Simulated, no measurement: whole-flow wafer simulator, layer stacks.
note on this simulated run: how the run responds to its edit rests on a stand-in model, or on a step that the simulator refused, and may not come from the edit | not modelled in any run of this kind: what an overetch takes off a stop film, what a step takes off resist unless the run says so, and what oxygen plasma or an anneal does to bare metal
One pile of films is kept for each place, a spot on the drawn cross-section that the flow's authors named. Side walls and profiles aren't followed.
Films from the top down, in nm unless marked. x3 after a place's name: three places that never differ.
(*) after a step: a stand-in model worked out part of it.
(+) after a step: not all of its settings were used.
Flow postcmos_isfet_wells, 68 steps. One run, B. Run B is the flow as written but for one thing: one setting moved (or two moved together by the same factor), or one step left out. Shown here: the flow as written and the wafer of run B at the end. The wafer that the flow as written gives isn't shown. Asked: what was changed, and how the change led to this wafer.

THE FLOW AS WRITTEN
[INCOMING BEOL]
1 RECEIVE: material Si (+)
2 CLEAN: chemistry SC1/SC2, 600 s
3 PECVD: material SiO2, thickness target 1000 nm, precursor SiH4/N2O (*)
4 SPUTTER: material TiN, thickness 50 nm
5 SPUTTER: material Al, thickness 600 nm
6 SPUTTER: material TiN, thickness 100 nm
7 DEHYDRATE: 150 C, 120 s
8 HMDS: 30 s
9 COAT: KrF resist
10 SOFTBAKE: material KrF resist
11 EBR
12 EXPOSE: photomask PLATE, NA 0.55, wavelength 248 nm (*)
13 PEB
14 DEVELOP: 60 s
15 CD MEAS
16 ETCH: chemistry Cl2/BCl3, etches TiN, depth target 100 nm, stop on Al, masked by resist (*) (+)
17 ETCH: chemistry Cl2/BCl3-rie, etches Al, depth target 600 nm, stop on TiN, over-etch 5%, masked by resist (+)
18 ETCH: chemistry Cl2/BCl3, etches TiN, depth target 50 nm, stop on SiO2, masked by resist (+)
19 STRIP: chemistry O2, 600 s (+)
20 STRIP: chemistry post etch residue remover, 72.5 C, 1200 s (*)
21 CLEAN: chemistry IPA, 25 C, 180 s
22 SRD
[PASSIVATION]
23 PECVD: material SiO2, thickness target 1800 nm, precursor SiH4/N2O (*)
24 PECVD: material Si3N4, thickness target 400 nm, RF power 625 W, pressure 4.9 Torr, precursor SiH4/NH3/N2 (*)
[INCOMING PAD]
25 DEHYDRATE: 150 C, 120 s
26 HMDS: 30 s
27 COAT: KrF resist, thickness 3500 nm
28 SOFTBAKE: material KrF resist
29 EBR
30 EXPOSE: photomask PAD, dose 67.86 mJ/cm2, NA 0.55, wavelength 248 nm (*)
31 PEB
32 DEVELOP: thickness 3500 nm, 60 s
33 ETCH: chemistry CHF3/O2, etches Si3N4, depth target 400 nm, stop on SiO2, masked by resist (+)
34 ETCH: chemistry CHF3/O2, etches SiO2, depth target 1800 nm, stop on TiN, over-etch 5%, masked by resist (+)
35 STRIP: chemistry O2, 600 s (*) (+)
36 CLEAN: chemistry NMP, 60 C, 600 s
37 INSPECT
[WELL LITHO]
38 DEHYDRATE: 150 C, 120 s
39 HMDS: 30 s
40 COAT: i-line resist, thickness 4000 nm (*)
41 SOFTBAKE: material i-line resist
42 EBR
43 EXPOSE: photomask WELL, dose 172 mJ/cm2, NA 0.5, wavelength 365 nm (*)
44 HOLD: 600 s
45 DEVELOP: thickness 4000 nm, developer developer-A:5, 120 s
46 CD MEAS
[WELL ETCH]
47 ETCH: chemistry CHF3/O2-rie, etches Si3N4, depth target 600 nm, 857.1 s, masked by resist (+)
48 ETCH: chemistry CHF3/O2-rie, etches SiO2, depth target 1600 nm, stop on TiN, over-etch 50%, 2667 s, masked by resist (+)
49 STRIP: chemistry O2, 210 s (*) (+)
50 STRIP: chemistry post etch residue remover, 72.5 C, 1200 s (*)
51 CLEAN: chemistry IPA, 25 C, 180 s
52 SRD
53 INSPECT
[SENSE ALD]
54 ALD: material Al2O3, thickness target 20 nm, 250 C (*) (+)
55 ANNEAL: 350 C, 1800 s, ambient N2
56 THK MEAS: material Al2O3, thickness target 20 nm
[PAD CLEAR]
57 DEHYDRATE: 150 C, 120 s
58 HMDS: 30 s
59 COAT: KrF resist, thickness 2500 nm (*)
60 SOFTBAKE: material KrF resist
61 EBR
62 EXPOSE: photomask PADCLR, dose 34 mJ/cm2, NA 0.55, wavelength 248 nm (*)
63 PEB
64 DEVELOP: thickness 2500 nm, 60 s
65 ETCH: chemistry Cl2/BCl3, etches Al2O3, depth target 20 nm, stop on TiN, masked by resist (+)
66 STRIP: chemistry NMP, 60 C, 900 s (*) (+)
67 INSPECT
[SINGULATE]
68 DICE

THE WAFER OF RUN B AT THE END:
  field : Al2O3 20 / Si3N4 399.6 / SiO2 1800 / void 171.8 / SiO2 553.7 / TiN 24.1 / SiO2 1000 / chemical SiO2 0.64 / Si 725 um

The cause: step 18, ETCH: depth target 25.5 nm was run, where the flow has depth target 50 nm.

How the change led to this, step by step:
  18 ETCH: chemistry Cl2/BCl3, etches TiN, depth target 50 nm, stop on SiO2, masked by resist (+)
      field: TiN -25.5 (as written it would be: TiN -50 (all of it))
      margin, well900, well1300 x3, pad_rim, pad_clr, pad_open: KrF resist -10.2 (as written it would be: KrF resist -20)
  23 PECVD: material SiO2, thickness target 1800 nm, precursor SiH4/N2O (*)
      field: SiO2 +1800 (new film), void +171.8 (new film), SiO2 +553.7 (new film) (as written it would be: SiO2 +1800 (new film), void +189.9 (new film), SiO2 +559.7)
Counting metal films that touch as one body, field has 1 body; the flow as written gives 0 bodies.
